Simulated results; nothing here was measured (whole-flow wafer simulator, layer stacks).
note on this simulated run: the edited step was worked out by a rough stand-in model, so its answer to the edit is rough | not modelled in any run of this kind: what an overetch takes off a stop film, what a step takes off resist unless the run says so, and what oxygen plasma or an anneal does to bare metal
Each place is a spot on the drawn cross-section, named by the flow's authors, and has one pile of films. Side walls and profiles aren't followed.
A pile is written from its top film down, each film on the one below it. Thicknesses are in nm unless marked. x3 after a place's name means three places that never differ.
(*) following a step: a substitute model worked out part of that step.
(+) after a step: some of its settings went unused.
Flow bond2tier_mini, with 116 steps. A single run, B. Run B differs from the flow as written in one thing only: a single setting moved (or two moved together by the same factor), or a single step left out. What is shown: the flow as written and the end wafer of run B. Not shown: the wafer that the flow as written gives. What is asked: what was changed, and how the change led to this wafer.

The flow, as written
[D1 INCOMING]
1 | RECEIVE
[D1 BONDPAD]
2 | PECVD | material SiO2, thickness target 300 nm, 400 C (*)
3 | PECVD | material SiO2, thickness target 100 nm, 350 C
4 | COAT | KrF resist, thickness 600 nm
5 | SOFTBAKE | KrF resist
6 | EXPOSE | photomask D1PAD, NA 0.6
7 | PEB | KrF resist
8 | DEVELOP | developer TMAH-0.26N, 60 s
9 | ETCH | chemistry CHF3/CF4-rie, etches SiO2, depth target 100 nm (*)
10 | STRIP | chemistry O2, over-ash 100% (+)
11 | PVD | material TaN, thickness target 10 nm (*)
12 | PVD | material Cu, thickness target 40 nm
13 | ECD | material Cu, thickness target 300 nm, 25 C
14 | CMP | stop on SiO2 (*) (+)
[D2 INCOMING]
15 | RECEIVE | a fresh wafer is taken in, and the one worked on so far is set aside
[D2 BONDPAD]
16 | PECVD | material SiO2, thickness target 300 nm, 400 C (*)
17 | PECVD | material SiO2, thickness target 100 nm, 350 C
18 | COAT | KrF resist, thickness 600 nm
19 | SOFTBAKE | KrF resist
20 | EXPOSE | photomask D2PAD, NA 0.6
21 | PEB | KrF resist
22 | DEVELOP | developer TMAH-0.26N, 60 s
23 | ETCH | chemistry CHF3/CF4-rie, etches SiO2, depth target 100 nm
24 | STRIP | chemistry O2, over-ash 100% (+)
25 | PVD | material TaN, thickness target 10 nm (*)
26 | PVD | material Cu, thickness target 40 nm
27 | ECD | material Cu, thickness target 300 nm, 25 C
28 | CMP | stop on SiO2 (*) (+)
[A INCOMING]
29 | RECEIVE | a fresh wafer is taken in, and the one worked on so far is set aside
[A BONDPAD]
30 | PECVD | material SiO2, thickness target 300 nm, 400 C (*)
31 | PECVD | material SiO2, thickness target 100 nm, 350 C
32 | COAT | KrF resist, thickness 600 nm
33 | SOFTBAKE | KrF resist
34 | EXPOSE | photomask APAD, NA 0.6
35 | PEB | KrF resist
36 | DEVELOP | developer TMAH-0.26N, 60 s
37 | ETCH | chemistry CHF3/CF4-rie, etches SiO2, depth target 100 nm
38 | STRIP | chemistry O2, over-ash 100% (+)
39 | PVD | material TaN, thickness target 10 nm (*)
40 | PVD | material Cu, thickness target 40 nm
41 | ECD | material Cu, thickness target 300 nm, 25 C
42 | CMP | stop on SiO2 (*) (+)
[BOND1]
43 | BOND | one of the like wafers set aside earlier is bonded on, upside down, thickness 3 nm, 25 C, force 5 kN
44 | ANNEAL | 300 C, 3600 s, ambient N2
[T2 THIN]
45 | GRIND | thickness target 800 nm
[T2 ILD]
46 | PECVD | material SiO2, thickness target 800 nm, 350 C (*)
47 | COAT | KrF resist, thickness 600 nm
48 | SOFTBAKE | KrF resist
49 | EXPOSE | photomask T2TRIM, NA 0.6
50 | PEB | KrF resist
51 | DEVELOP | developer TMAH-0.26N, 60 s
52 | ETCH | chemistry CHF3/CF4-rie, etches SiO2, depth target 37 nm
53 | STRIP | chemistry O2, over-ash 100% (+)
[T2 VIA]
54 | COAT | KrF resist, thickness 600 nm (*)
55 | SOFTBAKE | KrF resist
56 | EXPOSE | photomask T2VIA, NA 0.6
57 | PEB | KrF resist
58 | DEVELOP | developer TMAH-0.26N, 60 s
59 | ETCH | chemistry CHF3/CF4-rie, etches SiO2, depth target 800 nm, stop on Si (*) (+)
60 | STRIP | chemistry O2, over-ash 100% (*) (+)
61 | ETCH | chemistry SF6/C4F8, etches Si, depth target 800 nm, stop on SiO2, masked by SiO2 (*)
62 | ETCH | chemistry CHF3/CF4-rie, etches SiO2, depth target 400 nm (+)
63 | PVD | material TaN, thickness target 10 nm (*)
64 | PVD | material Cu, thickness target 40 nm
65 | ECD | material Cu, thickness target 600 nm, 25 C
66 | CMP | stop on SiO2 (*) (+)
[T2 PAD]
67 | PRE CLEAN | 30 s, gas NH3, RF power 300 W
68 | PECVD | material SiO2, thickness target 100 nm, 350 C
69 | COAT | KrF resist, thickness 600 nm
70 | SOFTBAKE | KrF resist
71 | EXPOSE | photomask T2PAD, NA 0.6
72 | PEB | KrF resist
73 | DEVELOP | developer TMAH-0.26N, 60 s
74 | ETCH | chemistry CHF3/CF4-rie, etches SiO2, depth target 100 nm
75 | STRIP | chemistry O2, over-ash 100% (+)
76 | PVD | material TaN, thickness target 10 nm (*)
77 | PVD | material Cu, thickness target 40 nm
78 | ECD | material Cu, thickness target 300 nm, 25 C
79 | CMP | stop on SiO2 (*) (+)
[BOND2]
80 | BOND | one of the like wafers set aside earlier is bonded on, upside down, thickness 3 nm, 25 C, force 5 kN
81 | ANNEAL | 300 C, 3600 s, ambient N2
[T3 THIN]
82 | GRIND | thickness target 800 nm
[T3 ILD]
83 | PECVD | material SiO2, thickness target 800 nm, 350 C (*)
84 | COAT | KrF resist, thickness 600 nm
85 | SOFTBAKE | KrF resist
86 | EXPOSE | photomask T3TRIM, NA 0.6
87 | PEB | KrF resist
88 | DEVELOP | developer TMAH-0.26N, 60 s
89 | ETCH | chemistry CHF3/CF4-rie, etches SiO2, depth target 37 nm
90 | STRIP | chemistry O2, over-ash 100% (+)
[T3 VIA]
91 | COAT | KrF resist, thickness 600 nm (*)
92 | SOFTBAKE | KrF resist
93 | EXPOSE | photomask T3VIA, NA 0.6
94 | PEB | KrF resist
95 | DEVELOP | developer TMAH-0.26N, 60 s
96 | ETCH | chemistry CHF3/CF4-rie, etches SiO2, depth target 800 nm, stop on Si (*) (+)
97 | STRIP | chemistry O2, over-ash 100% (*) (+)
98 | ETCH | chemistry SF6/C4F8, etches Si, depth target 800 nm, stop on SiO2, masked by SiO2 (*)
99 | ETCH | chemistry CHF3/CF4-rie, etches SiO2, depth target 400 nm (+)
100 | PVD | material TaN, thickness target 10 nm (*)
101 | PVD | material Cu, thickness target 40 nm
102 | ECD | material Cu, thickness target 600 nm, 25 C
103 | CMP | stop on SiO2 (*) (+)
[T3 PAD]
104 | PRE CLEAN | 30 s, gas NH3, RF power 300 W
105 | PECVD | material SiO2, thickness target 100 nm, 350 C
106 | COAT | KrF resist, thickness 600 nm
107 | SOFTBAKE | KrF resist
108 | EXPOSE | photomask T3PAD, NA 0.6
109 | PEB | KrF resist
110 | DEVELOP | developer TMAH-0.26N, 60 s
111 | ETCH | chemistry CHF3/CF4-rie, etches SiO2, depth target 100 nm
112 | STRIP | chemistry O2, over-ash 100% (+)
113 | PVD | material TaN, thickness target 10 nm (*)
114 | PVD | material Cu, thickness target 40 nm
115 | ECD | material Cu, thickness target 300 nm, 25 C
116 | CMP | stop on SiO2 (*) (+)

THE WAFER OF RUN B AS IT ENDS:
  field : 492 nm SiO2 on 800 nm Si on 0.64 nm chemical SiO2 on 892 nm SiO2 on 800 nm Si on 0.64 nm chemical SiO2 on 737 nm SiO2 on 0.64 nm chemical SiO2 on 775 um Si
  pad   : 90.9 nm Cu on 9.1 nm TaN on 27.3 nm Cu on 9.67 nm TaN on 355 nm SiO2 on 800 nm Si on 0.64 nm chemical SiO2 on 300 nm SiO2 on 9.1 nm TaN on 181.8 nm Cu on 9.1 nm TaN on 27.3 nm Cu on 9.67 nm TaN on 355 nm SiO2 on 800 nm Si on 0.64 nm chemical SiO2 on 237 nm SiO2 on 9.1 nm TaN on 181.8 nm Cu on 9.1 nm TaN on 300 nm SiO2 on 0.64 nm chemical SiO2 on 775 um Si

The reason: step 2, PECVD: thickness target 237 nm was run, whereas the flow has thickness target 300 nm.
The wafer lets one read it off: pad has SiO2 237, and step 2 as written asks for 300 nm.

Step by step, how the change led to this:
  2 | PECVD | material SiO2, thickness target 300 nm, 400 C (*)
      field, pad, via: SiO2 gains 237 (new film) (as written it would have been: SiO2 gains 300 (new film))
  43 | BOND | one of the like wafers set aside earlier is bonded on, upside down, thickness 3 nm, 25 C, force 5 kN
      field: Si gains 775 um (new film), chemical SiO2 gains 0.64 (new film), SiO2 gains 337 (as written it would have been: Si gains 775 um (new film), chemical SiO2 gains 0.64 (new film), SiO2 gains 400)
      pad: Si gains 775 um (new film), chemical SiO2 gains 0.64 (new film), SiO2 gains 237 (new film), TaN gains 9.1 (new film), Cu gains 90.9 (as written it would have been: Si gains 775 um (new film), chemical SiO2 gains 0.64 (new film), SiO2 gains 300 (new film), TaN gains 9.1 (new film), Cu gains 90.9)
      (as well as at 1 more place)
